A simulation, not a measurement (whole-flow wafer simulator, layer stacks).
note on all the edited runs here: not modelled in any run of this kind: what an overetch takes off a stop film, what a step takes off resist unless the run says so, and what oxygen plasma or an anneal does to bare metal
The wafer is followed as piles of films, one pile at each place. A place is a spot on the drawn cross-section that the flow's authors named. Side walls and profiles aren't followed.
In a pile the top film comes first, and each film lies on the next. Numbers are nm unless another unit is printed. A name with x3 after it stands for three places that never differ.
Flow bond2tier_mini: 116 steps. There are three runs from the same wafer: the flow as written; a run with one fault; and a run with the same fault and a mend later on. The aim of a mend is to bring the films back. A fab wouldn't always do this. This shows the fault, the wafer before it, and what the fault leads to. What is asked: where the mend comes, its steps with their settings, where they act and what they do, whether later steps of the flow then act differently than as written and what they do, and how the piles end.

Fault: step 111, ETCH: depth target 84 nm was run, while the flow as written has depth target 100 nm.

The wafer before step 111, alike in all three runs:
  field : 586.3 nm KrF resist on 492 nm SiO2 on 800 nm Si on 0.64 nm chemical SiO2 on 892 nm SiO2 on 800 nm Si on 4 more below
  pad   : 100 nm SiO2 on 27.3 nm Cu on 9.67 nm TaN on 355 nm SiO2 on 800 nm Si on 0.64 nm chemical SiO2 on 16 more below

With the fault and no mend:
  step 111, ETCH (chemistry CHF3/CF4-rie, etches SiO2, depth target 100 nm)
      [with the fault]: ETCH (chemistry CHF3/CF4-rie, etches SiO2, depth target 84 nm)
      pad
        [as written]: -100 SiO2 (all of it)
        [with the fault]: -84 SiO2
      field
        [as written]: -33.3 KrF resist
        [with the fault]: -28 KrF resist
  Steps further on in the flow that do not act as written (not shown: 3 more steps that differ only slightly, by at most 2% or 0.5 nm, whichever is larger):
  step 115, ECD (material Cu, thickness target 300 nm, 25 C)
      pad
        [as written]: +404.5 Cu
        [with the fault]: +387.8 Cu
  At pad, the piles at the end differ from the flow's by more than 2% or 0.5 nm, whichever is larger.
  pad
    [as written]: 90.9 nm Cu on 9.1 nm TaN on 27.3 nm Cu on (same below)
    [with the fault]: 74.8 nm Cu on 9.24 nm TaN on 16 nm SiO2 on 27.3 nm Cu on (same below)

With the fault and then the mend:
  After step 111 comes the mend.
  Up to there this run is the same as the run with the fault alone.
  step 111a, ETCH (chemistry CHF3/CF4-rie, etches SiO2, depth target 16 nm) (the flow's step 111 again, with other settings)
      field
        -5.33 KrF resist
      pad
        -16 SiO2 (all of it)
  None of the later steps of the flow acts differently than as written at any place that is followed.
  By the end, the piles equal the flow's at every place that both follow.
